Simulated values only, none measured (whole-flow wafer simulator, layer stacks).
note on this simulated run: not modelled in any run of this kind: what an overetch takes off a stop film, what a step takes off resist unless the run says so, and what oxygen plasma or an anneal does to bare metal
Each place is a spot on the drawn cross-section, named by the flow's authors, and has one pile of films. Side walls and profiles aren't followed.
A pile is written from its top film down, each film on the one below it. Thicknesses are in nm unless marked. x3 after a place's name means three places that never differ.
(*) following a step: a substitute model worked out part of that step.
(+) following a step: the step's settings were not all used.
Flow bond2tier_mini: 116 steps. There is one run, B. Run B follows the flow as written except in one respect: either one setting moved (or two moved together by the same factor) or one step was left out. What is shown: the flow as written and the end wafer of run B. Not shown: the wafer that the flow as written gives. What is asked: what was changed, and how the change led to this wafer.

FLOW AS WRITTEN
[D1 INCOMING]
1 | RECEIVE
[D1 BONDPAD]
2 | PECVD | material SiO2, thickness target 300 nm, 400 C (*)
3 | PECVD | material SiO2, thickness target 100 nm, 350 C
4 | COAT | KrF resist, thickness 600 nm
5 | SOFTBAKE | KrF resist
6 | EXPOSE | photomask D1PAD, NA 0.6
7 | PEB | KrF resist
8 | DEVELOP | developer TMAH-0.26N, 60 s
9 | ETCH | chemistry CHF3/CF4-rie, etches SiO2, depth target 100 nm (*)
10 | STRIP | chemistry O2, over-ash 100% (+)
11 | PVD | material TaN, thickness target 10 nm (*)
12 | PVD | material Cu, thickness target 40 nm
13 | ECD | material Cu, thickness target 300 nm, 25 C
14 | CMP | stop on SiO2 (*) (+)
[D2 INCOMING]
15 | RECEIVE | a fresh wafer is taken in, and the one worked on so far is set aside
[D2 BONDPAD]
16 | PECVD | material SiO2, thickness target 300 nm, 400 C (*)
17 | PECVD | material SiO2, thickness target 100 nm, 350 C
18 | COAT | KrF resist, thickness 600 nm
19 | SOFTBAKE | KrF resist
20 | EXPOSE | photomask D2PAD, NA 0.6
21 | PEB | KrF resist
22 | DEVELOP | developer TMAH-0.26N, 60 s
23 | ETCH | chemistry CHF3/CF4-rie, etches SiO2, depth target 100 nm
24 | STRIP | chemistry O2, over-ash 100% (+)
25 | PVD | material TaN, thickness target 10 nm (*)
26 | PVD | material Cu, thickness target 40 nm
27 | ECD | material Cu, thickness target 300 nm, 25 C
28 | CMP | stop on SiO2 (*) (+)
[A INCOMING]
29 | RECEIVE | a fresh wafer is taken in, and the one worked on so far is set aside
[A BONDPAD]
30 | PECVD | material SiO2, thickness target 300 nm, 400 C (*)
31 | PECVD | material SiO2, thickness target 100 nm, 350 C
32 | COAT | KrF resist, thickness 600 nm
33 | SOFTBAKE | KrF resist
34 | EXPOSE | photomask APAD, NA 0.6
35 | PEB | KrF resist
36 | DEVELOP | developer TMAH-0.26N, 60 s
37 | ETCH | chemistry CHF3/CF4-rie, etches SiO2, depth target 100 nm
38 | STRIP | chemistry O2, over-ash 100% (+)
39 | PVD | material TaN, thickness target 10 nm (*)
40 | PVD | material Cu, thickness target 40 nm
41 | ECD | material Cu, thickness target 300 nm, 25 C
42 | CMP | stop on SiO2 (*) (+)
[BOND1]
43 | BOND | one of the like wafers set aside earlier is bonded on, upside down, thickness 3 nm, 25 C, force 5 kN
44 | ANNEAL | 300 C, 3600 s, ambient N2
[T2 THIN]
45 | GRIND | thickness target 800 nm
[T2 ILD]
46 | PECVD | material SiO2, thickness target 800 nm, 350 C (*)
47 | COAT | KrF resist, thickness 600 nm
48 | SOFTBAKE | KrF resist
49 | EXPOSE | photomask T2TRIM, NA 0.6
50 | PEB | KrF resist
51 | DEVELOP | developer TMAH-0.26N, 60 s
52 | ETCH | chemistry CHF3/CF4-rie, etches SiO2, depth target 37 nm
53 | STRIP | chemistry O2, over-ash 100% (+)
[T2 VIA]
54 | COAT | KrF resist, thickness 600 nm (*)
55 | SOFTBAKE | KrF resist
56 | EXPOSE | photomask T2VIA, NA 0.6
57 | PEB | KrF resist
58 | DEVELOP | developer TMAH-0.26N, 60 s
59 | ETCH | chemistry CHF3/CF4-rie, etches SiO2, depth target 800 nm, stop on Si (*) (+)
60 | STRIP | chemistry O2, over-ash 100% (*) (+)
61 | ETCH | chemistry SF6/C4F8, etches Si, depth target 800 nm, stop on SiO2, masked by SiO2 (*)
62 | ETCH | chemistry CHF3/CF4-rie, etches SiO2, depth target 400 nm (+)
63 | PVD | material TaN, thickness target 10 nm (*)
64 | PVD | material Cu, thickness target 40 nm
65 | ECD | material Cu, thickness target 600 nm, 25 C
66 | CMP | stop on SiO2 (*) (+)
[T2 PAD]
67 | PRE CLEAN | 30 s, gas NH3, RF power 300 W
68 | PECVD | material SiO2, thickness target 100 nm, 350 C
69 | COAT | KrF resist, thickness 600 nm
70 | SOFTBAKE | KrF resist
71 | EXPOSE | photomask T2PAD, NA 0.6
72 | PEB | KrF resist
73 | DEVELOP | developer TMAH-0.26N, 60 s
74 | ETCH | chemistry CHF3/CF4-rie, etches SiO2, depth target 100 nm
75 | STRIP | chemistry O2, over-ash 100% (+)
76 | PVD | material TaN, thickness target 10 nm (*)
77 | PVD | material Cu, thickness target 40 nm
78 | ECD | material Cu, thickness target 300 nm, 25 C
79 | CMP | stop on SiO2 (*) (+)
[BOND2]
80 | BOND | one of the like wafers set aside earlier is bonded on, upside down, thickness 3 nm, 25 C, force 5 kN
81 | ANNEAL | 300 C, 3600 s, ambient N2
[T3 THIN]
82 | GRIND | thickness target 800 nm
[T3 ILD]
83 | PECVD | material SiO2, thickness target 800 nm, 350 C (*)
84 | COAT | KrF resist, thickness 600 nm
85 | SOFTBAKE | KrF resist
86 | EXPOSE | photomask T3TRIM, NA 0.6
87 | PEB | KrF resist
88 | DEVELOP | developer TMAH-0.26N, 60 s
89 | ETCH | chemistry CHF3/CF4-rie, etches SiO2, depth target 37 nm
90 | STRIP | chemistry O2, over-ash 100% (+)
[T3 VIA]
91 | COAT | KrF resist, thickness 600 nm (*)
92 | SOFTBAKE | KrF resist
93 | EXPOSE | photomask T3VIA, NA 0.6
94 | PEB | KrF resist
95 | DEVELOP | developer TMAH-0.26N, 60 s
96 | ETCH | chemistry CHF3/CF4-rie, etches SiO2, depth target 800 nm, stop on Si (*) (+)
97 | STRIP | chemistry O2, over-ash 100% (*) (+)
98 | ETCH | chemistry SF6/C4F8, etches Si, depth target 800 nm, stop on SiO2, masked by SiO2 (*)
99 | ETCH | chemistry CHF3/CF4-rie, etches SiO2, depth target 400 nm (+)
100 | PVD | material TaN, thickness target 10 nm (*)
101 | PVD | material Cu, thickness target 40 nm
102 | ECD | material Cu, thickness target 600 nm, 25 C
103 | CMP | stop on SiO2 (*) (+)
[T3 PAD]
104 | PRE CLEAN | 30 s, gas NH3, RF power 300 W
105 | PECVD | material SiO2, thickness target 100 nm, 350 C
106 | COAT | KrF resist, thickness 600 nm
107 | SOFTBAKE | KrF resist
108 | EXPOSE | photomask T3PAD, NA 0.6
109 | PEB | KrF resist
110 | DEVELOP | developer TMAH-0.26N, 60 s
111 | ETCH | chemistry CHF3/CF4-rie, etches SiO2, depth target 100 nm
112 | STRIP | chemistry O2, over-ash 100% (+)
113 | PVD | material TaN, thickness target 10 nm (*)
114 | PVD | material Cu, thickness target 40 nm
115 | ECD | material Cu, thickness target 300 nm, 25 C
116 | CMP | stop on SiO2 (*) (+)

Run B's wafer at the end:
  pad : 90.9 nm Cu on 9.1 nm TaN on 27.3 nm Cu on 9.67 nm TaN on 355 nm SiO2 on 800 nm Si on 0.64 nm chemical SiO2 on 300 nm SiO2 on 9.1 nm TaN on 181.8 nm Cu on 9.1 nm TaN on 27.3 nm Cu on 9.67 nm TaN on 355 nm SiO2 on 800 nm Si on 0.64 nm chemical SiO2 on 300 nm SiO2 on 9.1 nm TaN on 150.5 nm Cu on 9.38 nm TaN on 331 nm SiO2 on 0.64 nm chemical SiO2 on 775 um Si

The reason: step 37, ETCH: depth target 69 nm was run, while the flow as written has depth target 100 nm.

How this came from the change, step by step:
  37 | ETCH | chemistry CHF3/CF4-rie, etches SiO2, depth target 100 nm
      pad, via: -69 SiO2 (as written it would have been: -100 SiO2)
      field: -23 KrF resist (as written it would have been: -33.3 KrF resist)
  40 | PVD | material Cu, thickness target 40 nm
      pad: +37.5 Cu (new film) (as written it would have been: +36.4 Cu (new film))
  41 | ECD | material Cu, thickness target 300 nm, 25 C
      pad: +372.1 Cu (as written it would have been: +404.5 Cu)
      via: +369.1 Cu (as written it would have been: +400.2 Cu)
